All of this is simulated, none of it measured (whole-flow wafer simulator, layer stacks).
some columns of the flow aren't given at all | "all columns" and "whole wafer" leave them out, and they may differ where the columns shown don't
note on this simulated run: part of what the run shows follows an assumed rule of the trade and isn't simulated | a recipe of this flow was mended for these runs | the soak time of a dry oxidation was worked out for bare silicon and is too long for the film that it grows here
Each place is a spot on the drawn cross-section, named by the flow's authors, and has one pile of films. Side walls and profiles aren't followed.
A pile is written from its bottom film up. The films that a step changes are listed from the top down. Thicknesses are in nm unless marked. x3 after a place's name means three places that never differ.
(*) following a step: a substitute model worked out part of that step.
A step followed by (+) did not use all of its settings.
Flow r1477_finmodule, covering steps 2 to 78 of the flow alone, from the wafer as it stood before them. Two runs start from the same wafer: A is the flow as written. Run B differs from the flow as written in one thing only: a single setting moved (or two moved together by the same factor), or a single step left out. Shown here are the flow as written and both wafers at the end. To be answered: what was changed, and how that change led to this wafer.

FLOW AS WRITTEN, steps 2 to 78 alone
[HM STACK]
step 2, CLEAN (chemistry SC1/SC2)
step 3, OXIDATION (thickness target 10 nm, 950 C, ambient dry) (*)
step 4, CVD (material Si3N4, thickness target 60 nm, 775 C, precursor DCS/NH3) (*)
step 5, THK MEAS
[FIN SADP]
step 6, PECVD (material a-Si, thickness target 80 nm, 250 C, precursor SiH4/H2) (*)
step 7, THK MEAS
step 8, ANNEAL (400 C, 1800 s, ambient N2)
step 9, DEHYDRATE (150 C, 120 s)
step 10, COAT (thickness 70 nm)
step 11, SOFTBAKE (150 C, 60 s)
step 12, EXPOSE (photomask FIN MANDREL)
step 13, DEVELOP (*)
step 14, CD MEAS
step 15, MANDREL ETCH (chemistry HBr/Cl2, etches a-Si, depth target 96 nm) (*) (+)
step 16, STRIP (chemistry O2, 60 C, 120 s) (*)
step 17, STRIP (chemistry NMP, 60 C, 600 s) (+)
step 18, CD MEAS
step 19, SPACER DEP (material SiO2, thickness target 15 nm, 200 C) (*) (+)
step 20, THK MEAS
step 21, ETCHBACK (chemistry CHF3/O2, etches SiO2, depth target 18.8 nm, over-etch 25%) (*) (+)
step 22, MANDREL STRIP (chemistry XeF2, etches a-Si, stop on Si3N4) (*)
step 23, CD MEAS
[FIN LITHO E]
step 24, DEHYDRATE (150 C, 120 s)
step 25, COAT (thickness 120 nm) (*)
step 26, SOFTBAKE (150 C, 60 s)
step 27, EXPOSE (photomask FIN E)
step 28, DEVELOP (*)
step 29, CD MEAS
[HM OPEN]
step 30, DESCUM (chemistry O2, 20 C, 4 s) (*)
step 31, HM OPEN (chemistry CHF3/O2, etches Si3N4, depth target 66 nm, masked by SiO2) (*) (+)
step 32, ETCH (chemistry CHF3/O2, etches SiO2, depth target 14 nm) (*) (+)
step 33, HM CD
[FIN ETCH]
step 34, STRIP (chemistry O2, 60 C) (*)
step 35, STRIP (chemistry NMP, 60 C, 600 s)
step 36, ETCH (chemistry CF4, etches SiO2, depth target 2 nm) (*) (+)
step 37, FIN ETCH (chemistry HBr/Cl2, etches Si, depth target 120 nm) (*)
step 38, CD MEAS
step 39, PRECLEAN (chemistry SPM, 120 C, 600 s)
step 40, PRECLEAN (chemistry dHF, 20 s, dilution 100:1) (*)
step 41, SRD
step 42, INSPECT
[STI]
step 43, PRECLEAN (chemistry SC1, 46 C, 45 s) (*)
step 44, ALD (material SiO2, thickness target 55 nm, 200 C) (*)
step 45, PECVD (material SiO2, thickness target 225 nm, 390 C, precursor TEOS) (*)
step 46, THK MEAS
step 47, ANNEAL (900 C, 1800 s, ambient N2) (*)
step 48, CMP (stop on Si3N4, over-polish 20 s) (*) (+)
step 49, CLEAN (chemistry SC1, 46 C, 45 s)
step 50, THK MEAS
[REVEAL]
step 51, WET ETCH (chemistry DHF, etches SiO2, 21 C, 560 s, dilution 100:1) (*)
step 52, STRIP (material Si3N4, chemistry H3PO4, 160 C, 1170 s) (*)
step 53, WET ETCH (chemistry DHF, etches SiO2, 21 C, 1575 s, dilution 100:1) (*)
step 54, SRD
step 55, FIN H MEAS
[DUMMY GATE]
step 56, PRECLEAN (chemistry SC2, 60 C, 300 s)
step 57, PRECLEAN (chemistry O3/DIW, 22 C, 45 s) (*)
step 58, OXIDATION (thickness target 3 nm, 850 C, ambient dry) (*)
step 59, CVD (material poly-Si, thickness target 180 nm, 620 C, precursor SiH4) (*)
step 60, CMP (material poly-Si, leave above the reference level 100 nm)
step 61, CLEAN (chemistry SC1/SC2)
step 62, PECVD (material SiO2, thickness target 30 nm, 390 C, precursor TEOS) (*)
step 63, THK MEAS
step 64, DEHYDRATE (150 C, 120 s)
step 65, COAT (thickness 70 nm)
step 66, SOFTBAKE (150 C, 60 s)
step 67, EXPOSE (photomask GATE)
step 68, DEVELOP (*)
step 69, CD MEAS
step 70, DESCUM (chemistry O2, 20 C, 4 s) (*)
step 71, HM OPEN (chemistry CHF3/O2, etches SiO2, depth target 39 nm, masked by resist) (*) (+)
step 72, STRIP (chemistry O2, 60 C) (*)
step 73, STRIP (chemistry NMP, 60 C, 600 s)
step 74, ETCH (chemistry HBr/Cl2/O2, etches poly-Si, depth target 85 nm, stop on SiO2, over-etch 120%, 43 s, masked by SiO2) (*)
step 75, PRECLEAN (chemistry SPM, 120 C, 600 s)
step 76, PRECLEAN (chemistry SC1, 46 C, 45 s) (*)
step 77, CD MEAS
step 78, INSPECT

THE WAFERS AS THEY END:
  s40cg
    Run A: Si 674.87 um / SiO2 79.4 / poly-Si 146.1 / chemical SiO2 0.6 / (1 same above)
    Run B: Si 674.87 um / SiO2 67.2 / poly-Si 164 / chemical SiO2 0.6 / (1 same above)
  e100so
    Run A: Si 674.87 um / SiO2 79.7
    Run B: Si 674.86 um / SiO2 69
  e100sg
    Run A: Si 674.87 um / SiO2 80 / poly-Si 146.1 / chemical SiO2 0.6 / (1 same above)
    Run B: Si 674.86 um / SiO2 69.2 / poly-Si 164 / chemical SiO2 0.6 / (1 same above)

Cause: step 4, CVD: thickness target 42 nm was run, though the flow has thickness target 60 nm.

How this came from the change, step by step:
  step 4, CVD (material Si3N4, thickness target 60 nm, 775 C, precursor DCS/NH3) (*)
      pad, padg, elg and 33 more: A +60 Si3N4 (new film) | B +42 Si3N4 (new film)
  step 31, HM OPEN (chemistry CHF3/O2, etches Si3N4, depth target 66 nm, masked by SiO2) (*) (+)
      pad, padg, esg and 13 more: A -54.1 Si3N4 (all of it), -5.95 SiO2 | B -36.1 Si3N4 (all of it), -10 SiO2 (all of it), -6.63 Si
      s40cg, s45cg, s50cg, s40co, s45co, s50co: A -60 Si3N4 (all of it), -3 SiO2 | B -42 Si3N4 (all of it), -10 SiO2 (all of it), -4.67 Si
  step 32, ETCH (chemistry CHF3/O2, etches SiO2, depth target 14 nm) (*) (+)
      pad, padg: A -4.05 SiO2 (all of it), -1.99 Si | B -2.8 Si
      esg, eso: A -4.05 SiO2 (all of it), -1.99 Si | B -2.34 Si
      (and at 18 other places as well)
  step 44, ALD (material SiO2, thickness target 55 nm, 200 C) (*)
      s40sg, s45sg, s50sg, s40so, s45so, s50so: A +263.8 SiO2 (new film) | B +252.9 SiO2 (new film)
      s40cg, s45cg, s40co, s45co: A +263.2 SiO2 (new film) | B +250.9 SiO2 (new film)
      (and at 10 other places as well)
  step 48, CMP (stop on Si3N4, over-polish 20 s) (*) (+)
      pad, padg: A -79.4 SiO2 | B -90 SiO2
  step 52, STRIP (material Si3N4, chemistry H3PO4, 160 C, 1170 s) (*)
      elg, e40lg, e100lg, e200lg, elo, e40lo, e100lo, e200lo: A -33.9 Si3N4 (all of it), -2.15 SiO2 | B -15.9 Si3N4 (all of it), -2.71 SiO2
      s40sg_line, s45sg_line, s50sg_line, s40so_line, s45so_line, s50so_line: A -55.1 Si3N4 (all of it), -1.49 SiO2 | B -37.1 Si3N4 (all of it), -2.05 SiO2
  step 53, WET ETCH (chemistry DHF, etches SiO2, 21 C, 1575 s, dilution 100:1) (*)
      elg, e40lg, e100lg, e200lg, elo, e40lo, e100lo, e200lo: A -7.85 SiO2 (all of it) | B -7.29 SiO2 (all of it)
      s40sg_line, s45sg_line, s50sg_line, s40so_line, s45so_line, s50so_line: A -8.51 SiO2 (all of it) | B -7.95 SiO2 (all of it)
  step 59, CVD (material poly-Si, thickness target 180 nm, 620 C, precursor SiH4) (*)
      esg, e40sg, e100sg and 15 more: A +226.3 poly-Si (new film) | B +244.3 poly-Si (new film)
      e200sg, e200so: A +219.2 poly-Si (new film) | B +244.3 poly-Si (new film)
  step 60, CMP (material poly-Si, leave above the reference level 100 nm)
      pad, padg: A -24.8 poly-Si | B -6.78 poly-Si
      e200sg, e200so: A -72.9 poly-Si | B -80 poly-Si
  step 74, ETCH (chemistry HBr/Cl2/O2, etches poly-Si, depth target 85 nm, stop on SiO2, over-etch 120%, 43 s, masked by SiO2) (*)
      eso, e40so, e100so and 7 more: A -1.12 chemical SiO2 (all of it), -143.9 poly-Si (all of it), -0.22 SiO2 | B -1.12 chemical SiO2 (all of it), -161.9 poly-Si (all of it), -0.13 SiO2
      pad: A -1.12 chemical SiO2 (all of it), -152.8 poly-Si (all of it), -0.17 SiO2 | B -1.12 chemical SiO2 (all of it), -170.8 poly-Si (all of it), -0.08 SiO2
